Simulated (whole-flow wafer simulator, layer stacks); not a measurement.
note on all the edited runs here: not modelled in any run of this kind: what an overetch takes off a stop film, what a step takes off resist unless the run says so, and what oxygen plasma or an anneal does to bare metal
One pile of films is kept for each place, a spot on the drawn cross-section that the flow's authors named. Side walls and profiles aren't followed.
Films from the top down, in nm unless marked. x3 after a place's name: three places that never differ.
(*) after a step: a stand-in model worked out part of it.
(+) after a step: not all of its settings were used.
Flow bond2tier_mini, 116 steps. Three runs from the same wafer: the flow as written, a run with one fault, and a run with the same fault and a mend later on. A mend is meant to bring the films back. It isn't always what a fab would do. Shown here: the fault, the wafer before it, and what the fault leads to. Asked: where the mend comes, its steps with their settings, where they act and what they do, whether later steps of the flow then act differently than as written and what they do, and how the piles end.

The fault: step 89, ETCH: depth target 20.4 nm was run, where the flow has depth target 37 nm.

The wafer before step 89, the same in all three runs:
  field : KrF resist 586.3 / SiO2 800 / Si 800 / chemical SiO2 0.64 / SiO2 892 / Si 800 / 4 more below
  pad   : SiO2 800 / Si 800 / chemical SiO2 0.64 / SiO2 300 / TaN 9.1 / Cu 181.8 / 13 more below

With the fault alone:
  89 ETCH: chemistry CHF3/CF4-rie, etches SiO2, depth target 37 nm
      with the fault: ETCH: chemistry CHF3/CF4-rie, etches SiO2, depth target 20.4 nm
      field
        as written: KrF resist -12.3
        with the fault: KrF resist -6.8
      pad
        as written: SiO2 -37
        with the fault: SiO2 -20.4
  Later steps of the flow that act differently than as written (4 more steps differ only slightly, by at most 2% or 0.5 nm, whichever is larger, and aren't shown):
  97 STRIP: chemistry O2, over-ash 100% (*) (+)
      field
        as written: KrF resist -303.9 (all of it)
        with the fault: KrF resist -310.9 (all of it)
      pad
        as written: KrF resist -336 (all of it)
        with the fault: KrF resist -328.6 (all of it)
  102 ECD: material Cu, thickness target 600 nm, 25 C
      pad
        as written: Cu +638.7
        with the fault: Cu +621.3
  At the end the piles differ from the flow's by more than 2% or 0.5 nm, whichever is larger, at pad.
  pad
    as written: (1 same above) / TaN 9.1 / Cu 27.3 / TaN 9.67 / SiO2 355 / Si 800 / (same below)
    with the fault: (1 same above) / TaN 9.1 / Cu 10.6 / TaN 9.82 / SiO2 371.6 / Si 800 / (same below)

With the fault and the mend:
  The mend comes after step 89.
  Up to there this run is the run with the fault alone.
  89a ETCH: chemistry CHF3/CF4-rie, etches SiO2, depth target 16.6 nm (the flow's step 89 once more, with other settings)
      field
        KrF resist -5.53
      pad
        SiO2 -16.6
  No later step of the flow acts differently than as written at any place that is followed.
  At the end the piles are the same as the flow's at every place that both follow.
